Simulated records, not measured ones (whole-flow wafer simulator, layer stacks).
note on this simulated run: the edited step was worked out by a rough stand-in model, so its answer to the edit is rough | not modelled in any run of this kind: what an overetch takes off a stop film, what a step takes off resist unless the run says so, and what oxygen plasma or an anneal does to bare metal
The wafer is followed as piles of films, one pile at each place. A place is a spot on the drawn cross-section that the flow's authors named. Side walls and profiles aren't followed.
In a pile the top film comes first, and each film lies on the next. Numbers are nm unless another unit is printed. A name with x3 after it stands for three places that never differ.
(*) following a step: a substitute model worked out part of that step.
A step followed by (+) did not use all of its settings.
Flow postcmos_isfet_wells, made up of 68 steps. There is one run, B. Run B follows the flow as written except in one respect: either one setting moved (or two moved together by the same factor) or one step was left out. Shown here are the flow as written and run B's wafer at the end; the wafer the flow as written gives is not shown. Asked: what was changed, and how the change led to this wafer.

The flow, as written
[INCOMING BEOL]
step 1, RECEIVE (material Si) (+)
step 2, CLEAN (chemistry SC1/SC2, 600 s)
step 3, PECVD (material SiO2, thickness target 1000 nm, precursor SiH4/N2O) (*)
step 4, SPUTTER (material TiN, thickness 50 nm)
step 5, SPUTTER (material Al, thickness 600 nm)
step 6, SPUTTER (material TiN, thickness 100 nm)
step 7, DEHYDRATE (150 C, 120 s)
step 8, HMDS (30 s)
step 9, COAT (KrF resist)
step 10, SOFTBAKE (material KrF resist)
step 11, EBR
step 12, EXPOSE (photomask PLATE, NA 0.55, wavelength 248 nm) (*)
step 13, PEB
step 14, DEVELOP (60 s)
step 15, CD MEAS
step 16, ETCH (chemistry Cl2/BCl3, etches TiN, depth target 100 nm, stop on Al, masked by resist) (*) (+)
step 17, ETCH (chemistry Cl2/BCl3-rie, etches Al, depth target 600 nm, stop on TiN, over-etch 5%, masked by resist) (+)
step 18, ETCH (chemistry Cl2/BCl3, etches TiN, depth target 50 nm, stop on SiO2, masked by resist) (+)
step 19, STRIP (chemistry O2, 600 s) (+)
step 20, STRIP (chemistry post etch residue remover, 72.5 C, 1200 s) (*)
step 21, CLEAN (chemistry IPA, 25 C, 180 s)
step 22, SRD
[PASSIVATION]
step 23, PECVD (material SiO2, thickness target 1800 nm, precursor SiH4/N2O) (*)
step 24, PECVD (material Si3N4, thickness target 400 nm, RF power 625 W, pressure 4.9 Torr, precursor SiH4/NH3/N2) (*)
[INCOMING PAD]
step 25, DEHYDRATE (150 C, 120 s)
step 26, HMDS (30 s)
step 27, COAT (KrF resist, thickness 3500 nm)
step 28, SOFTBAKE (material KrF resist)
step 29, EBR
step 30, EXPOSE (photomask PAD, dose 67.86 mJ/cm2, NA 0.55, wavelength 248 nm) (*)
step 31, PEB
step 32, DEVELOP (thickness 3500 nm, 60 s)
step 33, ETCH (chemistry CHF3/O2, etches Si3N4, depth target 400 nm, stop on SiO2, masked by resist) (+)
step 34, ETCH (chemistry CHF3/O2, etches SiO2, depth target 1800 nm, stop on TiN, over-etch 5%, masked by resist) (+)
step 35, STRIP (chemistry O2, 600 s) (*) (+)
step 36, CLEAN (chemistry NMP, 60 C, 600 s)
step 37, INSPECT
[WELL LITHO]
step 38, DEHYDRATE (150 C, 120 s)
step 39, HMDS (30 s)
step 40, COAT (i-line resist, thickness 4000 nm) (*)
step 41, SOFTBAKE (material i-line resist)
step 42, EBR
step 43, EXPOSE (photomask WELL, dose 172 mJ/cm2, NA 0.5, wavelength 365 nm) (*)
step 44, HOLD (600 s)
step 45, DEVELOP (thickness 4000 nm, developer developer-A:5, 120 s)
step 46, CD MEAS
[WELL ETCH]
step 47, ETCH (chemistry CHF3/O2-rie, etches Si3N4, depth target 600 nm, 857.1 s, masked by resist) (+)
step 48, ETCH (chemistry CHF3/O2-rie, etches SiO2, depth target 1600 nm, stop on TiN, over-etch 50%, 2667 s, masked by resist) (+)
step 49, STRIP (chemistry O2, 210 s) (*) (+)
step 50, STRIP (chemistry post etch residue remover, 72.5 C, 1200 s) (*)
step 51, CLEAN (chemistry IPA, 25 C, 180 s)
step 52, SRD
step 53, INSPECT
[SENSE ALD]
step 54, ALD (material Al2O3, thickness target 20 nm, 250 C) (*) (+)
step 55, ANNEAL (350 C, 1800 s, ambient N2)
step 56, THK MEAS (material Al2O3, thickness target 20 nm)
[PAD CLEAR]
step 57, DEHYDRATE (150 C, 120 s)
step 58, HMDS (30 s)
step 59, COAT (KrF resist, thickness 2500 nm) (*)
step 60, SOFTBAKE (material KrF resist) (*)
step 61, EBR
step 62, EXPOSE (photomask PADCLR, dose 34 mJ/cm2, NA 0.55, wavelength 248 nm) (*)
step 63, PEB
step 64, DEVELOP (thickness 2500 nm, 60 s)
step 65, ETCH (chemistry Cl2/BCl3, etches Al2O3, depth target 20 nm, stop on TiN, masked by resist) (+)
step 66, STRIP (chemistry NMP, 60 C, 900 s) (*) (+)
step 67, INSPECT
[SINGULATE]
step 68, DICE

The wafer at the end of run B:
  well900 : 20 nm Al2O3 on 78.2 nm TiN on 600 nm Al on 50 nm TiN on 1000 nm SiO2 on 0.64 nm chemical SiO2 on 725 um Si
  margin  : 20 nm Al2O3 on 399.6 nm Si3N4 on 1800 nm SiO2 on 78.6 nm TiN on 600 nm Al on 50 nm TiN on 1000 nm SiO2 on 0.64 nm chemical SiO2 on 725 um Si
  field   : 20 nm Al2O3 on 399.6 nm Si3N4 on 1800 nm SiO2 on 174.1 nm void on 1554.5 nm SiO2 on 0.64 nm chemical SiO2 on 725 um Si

What caused this: step 6, SPUTTER: thickness 79 nm was run, though the flow has thickness 100 nm; step 16, ETCH: depth target 79 nm was run, where the flow has depth target 100 nm.

Step by step, how the change led to this:
  step 6, SPUTTER (material TiN, thickness 100 nm)
      field, margin, well900 and 6 more: +79 TiN (new film) (as written it would have been: +100 TiN (new film))
  step 16, ETCH (chemistry Cl2/BCl3, etches TiN, depth target 100 nm, stop on Al, masked by resist) (*) (+)
      margin, well900, well1300, well2000, well3000, pad_rim, pad_clr, pad_open: -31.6 KrF resist (as written it would have been: -40 KrF resist)
      field: -79 TiN (all of it) (as written it would have been: -100 TiN (all of it))
  step 23, PECVD (material SiO2, thickness target 1800 nm, precursor SiH4/N2O) (*)
      field: +1800 SiO2 (new film), +174.1 void (new film), +554.5 SiO2 (as written it would have been: +1800 SiO2 (new film), +189.9 void (new film), +559.7 SiO2)
